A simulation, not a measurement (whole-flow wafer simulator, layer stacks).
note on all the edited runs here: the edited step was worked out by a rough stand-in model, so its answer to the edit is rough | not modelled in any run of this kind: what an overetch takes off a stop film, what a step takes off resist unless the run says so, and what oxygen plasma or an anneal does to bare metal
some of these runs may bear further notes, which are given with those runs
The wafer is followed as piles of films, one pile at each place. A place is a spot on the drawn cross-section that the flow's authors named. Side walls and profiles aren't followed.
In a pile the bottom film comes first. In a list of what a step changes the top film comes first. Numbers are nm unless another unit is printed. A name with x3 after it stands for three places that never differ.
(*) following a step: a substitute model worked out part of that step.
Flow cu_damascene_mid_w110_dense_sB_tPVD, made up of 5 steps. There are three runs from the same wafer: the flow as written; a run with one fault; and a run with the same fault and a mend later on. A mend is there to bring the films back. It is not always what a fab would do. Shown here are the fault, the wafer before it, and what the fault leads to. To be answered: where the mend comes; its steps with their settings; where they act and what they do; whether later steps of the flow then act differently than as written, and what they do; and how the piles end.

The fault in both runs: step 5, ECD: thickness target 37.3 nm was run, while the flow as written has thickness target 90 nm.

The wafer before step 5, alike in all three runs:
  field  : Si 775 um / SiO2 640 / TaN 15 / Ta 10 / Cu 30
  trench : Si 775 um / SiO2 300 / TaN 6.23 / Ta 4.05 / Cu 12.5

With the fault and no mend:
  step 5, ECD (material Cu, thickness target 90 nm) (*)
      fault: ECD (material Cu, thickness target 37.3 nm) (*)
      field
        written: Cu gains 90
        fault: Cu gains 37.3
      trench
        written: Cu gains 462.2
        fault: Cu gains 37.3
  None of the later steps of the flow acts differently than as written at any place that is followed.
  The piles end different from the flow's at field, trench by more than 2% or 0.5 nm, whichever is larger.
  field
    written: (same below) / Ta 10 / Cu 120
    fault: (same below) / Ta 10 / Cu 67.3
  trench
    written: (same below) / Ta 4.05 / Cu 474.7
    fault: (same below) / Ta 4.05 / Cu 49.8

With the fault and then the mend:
  After step 5 comes the mend.
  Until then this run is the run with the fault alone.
  step 5a, ECD (material Cu, thickness target 52.7 nm) (*) (the flow's step 5 again, with other settings)
      field
        Cu gains 52.7
      trench
        Cu gains 424.9
  None of the later steps of the flow acts differently than as written at any place that is followed.
  By the end, the piles equal the flow's at every place that both follow.
